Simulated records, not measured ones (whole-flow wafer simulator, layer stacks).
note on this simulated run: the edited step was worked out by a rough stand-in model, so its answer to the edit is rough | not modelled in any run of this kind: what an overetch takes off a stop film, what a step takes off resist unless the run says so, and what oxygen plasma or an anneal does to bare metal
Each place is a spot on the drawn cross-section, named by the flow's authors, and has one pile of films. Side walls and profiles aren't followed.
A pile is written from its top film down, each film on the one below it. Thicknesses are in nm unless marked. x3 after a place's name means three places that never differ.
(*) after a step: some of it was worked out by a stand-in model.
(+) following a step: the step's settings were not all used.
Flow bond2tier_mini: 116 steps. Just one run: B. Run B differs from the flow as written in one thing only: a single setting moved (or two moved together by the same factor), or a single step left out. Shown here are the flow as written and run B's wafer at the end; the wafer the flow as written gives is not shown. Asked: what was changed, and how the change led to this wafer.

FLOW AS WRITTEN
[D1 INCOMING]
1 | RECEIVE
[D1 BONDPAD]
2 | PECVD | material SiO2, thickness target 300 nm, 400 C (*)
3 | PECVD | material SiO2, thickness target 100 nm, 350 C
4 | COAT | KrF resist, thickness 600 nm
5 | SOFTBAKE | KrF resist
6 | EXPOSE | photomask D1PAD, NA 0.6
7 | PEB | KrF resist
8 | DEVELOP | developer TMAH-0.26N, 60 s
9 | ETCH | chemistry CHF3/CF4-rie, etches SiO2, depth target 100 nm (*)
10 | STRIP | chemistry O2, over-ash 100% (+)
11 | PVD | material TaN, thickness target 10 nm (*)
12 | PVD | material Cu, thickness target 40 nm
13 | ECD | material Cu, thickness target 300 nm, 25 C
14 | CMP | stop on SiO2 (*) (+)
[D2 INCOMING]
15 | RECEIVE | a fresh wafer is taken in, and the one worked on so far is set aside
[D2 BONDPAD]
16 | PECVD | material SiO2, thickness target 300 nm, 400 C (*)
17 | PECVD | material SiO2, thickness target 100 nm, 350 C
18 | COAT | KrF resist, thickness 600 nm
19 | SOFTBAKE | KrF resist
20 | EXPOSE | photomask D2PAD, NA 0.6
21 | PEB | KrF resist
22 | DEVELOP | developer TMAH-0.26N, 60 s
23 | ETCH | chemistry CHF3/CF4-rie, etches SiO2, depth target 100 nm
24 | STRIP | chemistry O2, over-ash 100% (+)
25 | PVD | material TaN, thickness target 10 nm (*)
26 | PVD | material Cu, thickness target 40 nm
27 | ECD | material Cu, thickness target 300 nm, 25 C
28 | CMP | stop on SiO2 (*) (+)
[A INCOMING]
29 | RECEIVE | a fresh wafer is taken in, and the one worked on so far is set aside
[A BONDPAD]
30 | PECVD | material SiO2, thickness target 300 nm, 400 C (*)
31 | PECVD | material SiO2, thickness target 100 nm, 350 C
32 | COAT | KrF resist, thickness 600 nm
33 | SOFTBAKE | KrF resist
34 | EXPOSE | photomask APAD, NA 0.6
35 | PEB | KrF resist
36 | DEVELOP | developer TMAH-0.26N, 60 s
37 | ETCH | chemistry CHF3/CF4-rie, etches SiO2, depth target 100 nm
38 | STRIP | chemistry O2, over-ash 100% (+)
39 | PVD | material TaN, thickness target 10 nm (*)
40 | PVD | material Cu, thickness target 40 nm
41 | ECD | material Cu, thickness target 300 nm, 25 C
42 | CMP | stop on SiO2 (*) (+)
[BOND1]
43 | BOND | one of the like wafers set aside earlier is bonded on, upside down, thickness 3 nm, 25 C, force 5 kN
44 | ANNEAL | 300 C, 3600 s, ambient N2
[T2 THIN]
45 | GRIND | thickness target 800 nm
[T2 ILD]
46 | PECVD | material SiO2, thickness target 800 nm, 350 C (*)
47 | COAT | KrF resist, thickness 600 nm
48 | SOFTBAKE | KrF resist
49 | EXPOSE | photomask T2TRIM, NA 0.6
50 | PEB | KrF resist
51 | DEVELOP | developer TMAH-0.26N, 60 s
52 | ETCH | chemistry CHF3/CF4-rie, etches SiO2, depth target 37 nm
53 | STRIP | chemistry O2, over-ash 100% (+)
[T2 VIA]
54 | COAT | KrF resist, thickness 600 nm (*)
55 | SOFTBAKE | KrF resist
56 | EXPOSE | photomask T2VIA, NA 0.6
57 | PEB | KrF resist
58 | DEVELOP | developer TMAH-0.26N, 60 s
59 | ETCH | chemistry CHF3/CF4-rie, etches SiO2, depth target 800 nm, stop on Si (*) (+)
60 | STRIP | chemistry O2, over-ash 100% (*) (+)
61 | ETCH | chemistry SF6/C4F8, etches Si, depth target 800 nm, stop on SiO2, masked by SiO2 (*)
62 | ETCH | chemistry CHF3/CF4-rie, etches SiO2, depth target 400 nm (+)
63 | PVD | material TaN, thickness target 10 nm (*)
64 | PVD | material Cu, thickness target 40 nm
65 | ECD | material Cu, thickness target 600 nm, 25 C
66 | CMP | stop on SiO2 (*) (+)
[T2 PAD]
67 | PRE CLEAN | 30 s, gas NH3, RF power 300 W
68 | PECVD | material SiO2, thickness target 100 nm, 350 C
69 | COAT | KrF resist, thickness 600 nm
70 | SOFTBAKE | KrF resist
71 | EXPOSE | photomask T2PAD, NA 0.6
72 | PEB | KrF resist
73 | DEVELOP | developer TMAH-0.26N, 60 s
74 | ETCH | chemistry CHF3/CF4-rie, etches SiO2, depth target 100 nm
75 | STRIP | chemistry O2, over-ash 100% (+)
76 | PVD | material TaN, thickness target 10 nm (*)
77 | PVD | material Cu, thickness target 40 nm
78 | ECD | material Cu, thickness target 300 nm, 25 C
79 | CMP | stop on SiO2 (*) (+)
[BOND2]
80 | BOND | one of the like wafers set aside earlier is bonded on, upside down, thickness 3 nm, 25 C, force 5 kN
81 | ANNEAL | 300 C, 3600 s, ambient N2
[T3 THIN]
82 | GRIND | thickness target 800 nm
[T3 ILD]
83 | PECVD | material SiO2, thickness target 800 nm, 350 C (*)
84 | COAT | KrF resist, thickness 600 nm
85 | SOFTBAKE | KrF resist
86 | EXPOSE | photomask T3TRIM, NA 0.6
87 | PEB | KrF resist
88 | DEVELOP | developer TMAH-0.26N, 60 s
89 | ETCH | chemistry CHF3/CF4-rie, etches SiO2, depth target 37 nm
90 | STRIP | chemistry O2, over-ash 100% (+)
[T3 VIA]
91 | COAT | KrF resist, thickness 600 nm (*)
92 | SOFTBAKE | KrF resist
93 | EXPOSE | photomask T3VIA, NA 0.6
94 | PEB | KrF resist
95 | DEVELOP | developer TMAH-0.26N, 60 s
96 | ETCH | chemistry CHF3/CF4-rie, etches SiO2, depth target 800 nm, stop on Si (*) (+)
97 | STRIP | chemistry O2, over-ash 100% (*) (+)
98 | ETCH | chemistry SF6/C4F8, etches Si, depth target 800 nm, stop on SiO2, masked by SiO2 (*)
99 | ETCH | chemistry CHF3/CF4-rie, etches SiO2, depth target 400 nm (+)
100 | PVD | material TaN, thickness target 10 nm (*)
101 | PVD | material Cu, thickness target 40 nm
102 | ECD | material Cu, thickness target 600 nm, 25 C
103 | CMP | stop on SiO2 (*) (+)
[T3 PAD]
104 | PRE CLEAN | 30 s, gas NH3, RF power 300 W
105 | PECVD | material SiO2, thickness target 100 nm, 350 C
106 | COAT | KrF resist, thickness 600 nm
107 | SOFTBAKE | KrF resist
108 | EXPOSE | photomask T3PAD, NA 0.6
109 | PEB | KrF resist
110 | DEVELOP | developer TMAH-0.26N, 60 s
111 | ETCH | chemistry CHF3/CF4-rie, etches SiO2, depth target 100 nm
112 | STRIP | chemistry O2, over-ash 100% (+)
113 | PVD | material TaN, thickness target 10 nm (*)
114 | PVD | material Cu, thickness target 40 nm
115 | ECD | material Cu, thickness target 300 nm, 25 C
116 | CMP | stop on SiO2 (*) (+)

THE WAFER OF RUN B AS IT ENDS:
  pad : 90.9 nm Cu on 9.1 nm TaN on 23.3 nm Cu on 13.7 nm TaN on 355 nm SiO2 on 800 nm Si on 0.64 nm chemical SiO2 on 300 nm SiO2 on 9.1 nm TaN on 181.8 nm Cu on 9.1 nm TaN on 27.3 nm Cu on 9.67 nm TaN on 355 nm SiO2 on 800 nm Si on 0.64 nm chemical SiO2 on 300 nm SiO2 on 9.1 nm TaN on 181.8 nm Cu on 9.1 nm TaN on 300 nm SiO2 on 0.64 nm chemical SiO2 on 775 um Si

Cause: step 100, PVD: thickness target 14.2 nm was run, though the flow has thickness target 10 nm.

How this came from the change, step by step:
  100 | PVD | material TaN, thickness target 10 nm (*)
      field: +14.2 TaN (new film) (as written it would have been: +10 TaN (new film))
      pad: +13.7 TaN (new film) (as written it would have been: +9.67 TaN (new film))
  103 | CMP | stop on SiO2 (*) (+)
      field: -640 Cu (all of it), -14.2 TaN (all of it) (as written it would have been: -640 Cu (all of it), -10 TaN (all of it))
